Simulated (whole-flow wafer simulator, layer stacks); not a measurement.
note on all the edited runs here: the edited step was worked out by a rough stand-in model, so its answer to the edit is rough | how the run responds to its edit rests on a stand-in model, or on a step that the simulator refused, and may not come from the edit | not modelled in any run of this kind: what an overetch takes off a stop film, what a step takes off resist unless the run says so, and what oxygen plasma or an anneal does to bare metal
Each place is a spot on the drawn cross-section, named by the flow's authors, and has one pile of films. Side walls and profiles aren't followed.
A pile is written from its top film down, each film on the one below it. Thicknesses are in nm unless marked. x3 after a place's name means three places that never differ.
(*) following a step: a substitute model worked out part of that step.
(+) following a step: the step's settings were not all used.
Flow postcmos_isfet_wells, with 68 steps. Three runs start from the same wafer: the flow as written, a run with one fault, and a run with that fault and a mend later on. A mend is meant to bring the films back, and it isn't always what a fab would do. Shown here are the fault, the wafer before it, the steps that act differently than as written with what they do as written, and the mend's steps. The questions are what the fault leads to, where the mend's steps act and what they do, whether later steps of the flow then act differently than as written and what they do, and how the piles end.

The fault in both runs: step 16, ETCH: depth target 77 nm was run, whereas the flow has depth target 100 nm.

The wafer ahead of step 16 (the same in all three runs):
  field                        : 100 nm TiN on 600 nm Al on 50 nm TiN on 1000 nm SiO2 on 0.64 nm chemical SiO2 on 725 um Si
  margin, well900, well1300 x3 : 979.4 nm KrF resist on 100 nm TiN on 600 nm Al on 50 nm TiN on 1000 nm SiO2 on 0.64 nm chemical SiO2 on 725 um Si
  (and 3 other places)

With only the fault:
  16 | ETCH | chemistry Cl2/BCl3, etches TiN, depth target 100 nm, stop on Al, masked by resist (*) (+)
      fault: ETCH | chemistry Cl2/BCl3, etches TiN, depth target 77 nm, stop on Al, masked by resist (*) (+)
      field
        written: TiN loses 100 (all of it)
        fault: TiN loses 77
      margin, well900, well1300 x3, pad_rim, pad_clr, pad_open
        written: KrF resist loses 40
        fault: KrF resist loses 30.8
  Steps later in the flow that act otherwise than as written (not shown: 2 more steps that differ only slightly, by at most 2% or 0.5 nm, whichever is larger):
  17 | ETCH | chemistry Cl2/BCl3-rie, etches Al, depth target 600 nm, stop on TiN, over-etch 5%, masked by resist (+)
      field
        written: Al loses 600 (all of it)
        fault: TiN loses 23 (all of it), Al loses 563.2
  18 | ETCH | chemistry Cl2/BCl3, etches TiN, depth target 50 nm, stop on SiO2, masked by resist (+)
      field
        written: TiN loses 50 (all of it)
        fault: Al loses 36.8 (all of it), TiN loses 34.5
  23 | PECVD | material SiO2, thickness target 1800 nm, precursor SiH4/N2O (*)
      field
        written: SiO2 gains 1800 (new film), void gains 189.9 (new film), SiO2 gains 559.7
        fault: SiO2 gains 1800 (new film), void gains 178.6 (new film), SiO2 gains 556 (new film)
  By the end, the piles at field depart from the flow's by more than 2% or 0.5 nm, whichever is larger.
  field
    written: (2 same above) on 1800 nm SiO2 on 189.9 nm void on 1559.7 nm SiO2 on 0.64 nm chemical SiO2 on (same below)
    fault: (2 same above) on 1800 nm SiO2 on 178.6 nm void on 556 nm SiO2 on 15 nm TiN on 1000 nm SiO2 on 0.64 nm chemical SiO2 on (same below)

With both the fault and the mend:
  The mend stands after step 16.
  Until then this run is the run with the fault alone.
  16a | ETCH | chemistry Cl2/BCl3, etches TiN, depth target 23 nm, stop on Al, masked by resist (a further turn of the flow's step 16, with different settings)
      margin, well900, well1300 x3, pad_rim, pad_clr, pad_open
        KrF resist loses 9.2
      field
        TiN loses 23 (all of it)
  Every later step of the flow that is run acts as written at every place that is followed.
  By the end, the piles equal the flow's at every place that both follow.
